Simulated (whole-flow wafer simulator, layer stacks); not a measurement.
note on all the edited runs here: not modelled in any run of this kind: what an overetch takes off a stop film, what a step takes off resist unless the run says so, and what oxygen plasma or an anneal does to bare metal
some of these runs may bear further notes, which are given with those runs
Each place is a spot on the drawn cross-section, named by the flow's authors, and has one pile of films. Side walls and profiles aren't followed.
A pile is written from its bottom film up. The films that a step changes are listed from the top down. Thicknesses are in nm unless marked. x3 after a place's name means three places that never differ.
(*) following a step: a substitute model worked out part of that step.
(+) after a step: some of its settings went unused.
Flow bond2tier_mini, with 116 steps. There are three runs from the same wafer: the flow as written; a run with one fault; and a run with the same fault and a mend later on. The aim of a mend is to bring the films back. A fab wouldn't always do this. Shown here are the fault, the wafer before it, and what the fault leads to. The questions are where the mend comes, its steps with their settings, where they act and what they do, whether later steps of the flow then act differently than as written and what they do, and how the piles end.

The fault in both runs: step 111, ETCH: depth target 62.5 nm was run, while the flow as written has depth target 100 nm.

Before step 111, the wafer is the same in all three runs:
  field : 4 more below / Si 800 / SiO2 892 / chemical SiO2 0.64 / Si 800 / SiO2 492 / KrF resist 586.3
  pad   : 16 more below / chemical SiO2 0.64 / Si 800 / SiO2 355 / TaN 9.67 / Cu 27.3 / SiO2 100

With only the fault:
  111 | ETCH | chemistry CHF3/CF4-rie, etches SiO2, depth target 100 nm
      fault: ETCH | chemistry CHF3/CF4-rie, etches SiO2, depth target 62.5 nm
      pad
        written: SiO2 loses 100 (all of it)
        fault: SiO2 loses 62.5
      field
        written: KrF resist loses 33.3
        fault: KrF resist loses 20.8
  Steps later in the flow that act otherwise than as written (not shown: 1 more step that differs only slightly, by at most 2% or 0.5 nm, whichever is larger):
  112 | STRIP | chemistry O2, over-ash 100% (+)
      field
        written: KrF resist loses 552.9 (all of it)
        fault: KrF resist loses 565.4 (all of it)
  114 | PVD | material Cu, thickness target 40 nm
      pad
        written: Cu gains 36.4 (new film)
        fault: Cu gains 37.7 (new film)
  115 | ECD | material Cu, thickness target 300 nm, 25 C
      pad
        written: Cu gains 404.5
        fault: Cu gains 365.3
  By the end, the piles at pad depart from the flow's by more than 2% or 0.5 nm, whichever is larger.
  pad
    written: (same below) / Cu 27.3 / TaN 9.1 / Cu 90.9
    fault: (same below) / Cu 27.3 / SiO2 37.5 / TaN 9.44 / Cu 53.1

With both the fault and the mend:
  The mend follows step 112.
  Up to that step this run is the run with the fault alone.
  112a | COAT | KrF resist, thickness 600 nm (*) (the flow's step 106 again)
      field
        KrF resist gains 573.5 (new film)
      pad
        KrF resist gains 627.6 (new film)
  112b | SOFTBAKE | KrF resist (the flow's step 107 again)
      alters no film at any place that is followed
  112c | EXPOSE | photomask T3PAD, NA 0.6 (the flow's step 108 again)
      alters no film at any place that is followed
  112d | PEB | KrF resist (the flow's step 109 again)
      alters no film at any place that is followed
  112e | DEVELOP | developer TMAH-0.26N, 60 s (the flow's step 110 again)
      field
        KrF resist loses 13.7
      pad
        KrF resist loses 627.6 (all of it)
  112f | ETCH | chemistry CHF3/CF4-rie, etches SiO2, depth target 37.5 nm (the flow's step 111 again, with other settings)
      field
        KrF resist loses 12.5
      pad
        SiO2 loses 37.5 (all of it)
  112g | STRIP | chemistry O2, over-ash 100% (+) (the flow's step 112 again)
      field
        KrF resist loses 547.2 (all of it)
  None of the later steps of the flow acts differently than as written at any place that is followed.
  By the end, the piles equal the flow's at every place that both follow.
